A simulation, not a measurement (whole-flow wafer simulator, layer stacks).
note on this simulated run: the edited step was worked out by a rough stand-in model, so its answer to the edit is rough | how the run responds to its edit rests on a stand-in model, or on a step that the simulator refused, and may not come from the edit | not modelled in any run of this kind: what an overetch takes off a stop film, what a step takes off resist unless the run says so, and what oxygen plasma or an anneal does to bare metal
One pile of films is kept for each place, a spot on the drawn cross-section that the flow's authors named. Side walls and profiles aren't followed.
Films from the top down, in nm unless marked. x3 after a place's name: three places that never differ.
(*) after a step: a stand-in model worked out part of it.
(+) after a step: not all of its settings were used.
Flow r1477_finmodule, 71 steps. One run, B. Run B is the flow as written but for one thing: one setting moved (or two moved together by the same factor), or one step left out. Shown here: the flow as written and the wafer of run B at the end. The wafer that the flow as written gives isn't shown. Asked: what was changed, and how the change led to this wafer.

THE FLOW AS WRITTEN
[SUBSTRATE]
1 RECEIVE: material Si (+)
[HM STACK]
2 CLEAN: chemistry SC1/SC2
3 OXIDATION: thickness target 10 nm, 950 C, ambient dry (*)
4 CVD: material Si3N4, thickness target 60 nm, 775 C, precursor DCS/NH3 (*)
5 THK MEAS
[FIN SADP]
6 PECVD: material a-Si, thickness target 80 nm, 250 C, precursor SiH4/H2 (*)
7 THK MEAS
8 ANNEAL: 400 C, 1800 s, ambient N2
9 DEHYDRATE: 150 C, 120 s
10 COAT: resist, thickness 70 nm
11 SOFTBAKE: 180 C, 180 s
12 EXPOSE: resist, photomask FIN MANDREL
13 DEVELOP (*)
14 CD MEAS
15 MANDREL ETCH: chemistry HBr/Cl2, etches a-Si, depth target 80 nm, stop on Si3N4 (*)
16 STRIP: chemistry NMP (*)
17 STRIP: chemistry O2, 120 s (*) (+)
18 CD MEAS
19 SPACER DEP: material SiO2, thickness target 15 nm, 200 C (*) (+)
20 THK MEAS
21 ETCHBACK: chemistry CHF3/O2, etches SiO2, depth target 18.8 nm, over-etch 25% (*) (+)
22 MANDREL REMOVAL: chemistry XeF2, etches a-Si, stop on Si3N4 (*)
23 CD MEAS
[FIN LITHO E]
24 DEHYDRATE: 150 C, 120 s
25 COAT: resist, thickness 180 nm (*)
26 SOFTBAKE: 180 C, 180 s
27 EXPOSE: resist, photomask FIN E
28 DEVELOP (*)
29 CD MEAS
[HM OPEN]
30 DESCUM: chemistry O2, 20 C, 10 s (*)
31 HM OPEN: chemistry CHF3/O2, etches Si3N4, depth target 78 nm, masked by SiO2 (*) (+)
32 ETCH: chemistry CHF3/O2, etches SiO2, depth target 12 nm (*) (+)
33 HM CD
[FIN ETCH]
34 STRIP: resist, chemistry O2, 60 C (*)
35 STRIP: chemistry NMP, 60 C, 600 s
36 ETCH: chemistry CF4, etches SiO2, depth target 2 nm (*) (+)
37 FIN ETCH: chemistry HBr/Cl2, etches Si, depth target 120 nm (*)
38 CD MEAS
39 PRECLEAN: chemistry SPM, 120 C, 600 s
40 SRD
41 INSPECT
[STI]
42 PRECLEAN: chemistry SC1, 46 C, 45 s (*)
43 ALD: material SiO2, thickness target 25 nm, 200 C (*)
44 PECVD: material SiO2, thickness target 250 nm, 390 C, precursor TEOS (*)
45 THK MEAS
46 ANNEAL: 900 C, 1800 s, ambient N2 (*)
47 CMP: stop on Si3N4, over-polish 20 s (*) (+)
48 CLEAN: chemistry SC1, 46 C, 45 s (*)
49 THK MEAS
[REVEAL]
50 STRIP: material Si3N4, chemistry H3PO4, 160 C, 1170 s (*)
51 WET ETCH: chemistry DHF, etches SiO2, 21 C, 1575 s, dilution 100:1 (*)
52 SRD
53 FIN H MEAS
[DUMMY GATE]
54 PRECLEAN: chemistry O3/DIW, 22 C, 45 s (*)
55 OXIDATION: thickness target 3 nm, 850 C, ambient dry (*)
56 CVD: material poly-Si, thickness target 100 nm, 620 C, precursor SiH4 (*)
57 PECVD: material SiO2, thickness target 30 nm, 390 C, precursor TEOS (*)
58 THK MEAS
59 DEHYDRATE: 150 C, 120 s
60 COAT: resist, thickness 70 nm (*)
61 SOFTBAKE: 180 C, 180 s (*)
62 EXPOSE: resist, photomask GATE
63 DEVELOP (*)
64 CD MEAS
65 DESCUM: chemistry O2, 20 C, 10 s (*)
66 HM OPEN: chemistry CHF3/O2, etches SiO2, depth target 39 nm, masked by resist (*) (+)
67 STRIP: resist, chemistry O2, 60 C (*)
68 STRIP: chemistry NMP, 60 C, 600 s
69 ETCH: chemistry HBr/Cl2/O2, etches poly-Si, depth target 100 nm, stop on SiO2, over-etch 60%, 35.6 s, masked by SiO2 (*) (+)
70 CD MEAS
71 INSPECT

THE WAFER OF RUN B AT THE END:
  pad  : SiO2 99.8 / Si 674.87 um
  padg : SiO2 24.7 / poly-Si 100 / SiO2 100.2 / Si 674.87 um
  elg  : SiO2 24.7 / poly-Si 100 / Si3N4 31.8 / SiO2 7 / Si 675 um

The cause: step 3, OXIDATION: thickness target 7 nm was run, where the flow has thickness target 10 nm.
It can be read off the wafer: elg has SiO2 7, and step 3 as written asks for 10 nm.

How the change led to this, step by step:
  3 OXIDATION: thickness target 10 nm, 950 C, ambient dry (*)
      pad, padg, elg and 33 more: SiO2 +7 (new film), chemical SiO2 -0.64 (all of it), Si -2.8 (as written it would be: SiO2 +10 (new film), chemical SiO2 -0.64 (all of it), Si -4.12)
  31 HM OPEN: chemistry CHF3/O2, etches Si3N4, depth target 78 nm, masked by SiO2 (*) (+)
      s40cg, s45cg, s50cg, s40co, s45co, s50co: Si3N4 -60 (all of it), SiO2 -7 (all of it) (as written it would be: Si3N4 -60 (all of it), SiO2 -9)
      pad, padg, esg and 13 more: Si3N4 -56.4 (all of it), SiO2 -7 (all of it) (as written it would be: Si3N4 -56.4 (all of it), SiO2 -10 (all of it))
  32 ETCH: chemistry CHF3/O2, etches SiO2, depth target 12 nm (*) (+)
      s40cg, s40co: Si -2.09 (as written it would be: SiO2 -1 (all of it), Si -2.2)
      s45cg, s45co: Si -2.12 (as written it would be: SiO2 -1 (all of it), Si -2.2)
      (and at 2 more places)
  47 CMP: stop on Si3N4, over-polish 20 s (*) (+)
      pad, padg, e40sg and 11 more: SiO2 -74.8 (as written it would be: SiO2 -71.8)
      eso: SiO2 -75.4 (as written it would be: SiO2 -72.4)
  51 WET ETCH: chemistry DHF, etches SiO2, 21 C, 1575 s, dilution 100:1 (*)
      s40sg_line, s45sg_line, s50sg_line, s40so_line, s45so_line, s50so_line: SiO2 -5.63 (all of it) (as written it would be: SiO2 -8.63 (all of it))
  56 CVD: material poly-Si, thickness target 100 nm, 620 C, precursor SiH4 (*)
      s40cg, s40co: poly-Si +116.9 (new film) (as written it would be: poly-Si +113.9 (new film))
      s45cg, s45co: poly-Si +116.4 (new film) (as written it would be: poly-Si +113.4 (new film))
      (and at 2 more places)
  60 COAT: resist, thickness 70 nm (*)
      s40sg, s40so: resist +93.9 (new film) (as written it would be: resist +91 (new film))
      s45sg, s45so: resist +93.8 (new film) (as written it would be: resist +91 (new film))
      (and at 2 more places)
  63 DEVELOP (*)
      s40so: resist -93.9 (all of it) (as written it would be: resist -91 (all of it))
      s45so: resist -93.8 (all of it) (as written it would be: resist -91 (all of it))
      (and at 1 more place)
  67 STRIP: resist, chemistry O2, 60 C (*)
      s40sg: resist -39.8 (all of it) (as written it would be: resist -36.9 (all of it))
      s45sg: resist -39.7 (all of it) (as written it would be: resist -36.9 (all of it))
      (and at 1 more place)
  69 ETCH: chemistry HBr/Cl2/O2, etches poly-Si, depth target 100 nm, stop on SiO2, over-etch 60%, 35.6 s, masked by SiO2 (*) (+)
      s40co: chemical SiO2 -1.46 (all of it), poly-Si -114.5 (all of it), SiO2 -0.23 (as written it would be: chemical SiO2 -1.46 (all of it), poly-Si -111.5 (all of it), SiO2 -0.24)
      s45co: chemical SiO2 -1.46 (all of it), poly-Si -113.9 (all of it), SiO2 -0.23 (as written it would be: chemical SiO2 -1.46 (all of it), poly-Si -110.9 (all of it), SiO2 -0.25)
      (and at 1 more place)
